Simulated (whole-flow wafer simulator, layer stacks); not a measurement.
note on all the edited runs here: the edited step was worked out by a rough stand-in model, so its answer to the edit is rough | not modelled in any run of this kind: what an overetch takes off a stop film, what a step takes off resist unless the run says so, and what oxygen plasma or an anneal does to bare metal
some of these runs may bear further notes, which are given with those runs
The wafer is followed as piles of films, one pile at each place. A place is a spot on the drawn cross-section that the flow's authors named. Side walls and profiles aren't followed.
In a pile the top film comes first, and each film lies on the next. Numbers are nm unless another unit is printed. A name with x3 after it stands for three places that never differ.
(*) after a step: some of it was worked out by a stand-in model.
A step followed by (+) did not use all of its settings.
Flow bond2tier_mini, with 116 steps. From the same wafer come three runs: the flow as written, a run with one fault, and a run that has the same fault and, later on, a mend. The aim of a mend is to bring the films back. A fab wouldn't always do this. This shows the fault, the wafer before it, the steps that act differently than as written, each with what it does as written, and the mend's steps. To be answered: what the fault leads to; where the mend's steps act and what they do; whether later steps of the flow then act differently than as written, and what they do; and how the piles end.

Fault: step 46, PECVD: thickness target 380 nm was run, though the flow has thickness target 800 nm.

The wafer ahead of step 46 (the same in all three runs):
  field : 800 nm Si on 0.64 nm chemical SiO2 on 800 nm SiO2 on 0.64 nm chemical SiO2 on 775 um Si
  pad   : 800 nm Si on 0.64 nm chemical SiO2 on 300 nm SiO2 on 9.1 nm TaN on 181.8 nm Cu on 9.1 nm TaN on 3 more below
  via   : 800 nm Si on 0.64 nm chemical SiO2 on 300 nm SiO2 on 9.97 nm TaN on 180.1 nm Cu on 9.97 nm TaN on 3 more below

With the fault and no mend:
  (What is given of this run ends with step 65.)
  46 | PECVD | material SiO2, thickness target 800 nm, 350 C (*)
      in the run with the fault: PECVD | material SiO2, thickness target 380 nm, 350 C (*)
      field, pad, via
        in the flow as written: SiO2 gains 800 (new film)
        in the run with the fault: SiO2 gains 380 (new film)
  Steps later in the flow that act otherwise than as written (not shown: 1 more step that differs only slightly, by at most 2% or 0.5 nm, whichever is larger):
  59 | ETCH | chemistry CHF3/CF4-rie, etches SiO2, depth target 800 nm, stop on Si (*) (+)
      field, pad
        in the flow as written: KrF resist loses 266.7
        in the run with the fault: KrF resist loses 171.5
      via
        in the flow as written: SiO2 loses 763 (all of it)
        in the run with the fault: SiO2 loses 343 (all of it)
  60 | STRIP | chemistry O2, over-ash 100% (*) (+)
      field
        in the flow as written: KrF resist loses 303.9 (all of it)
        in the run with the fault: KrF resist loses 399.1 (all of it)
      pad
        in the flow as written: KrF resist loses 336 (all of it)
        in the run with the fault: KrF resist loses 431.1 (all of it)
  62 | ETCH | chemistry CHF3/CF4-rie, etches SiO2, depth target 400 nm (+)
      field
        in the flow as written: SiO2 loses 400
        in the run with the fault: SiO2 loses 372 (all of it), Si loses 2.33
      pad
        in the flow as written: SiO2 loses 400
        in the run with the fault: SiO2 loses 335 (all of it), Si loses 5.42
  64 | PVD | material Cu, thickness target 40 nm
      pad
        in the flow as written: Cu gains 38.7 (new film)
        in the run with the fault: Cu gains 40 (new film)
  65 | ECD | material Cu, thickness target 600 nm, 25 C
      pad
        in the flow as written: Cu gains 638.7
        in the run with the fault: Cu gains 603.1
  After step 65, at field, pad, the piles differ from the flow's by more than 2% or 0.5 nm, whichever is larger.
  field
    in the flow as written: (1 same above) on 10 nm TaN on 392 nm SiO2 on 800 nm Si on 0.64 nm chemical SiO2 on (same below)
    in the run with the fault: (1 same above) on 10 nm TaN on 797.7 nm Si on 0.64 nm chemical SiO2 on (same below)
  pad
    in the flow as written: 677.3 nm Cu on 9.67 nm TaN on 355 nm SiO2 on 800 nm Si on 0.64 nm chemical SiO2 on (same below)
    in the run with the fault: 643.1 nm Cu on 10 nm TaN on 794.6 nm Si on 0.64 nm chemical SiO2 on (same below)

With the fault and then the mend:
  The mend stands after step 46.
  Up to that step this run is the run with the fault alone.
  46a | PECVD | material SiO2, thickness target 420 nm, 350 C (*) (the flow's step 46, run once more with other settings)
      field, pad, via
        SiO2 gains 420
  Every later step of the flow that is run acts as written at every place that is followed.
  At every place that both follow, the piles at the end match the flow's.
